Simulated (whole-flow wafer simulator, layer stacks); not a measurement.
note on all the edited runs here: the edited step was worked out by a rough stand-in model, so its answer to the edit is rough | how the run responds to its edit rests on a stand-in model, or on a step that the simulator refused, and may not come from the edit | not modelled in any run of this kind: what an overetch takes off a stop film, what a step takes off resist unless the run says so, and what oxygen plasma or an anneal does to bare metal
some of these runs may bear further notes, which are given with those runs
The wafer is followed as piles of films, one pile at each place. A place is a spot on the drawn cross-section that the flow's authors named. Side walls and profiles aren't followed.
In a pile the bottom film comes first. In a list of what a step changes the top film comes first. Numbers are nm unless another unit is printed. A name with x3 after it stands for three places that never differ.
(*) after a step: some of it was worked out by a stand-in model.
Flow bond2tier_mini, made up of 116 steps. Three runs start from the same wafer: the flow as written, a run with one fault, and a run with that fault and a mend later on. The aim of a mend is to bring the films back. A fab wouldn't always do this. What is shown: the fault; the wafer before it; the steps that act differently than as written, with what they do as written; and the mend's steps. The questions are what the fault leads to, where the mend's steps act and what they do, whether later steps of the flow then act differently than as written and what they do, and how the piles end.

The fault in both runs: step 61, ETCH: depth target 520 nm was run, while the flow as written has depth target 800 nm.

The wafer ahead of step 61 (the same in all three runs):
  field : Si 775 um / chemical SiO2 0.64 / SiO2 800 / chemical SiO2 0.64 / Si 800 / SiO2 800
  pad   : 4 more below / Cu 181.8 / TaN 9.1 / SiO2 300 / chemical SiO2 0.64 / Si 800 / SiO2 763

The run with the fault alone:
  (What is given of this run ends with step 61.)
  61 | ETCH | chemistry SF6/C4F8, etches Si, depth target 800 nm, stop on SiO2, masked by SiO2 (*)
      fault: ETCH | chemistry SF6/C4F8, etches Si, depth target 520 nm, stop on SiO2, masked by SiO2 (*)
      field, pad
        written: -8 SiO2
        fault: -5.2 SiO2
  The piles after step 61 are only slightly different from the flow's at the places that both follow, by no more than 2% or 0.5 nm, whichever is larger.

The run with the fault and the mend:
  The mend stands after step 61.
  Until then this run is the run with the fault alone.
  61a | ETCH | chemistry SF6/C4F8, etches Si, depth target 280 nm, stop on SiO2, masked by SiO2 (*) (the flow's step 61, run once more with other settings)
      field, pad
        -2.8 SiO2
  Later steps of the flow that are run all act as written at every place that is followed.
  By the end, the piles equal the flow's at every place that both follow.
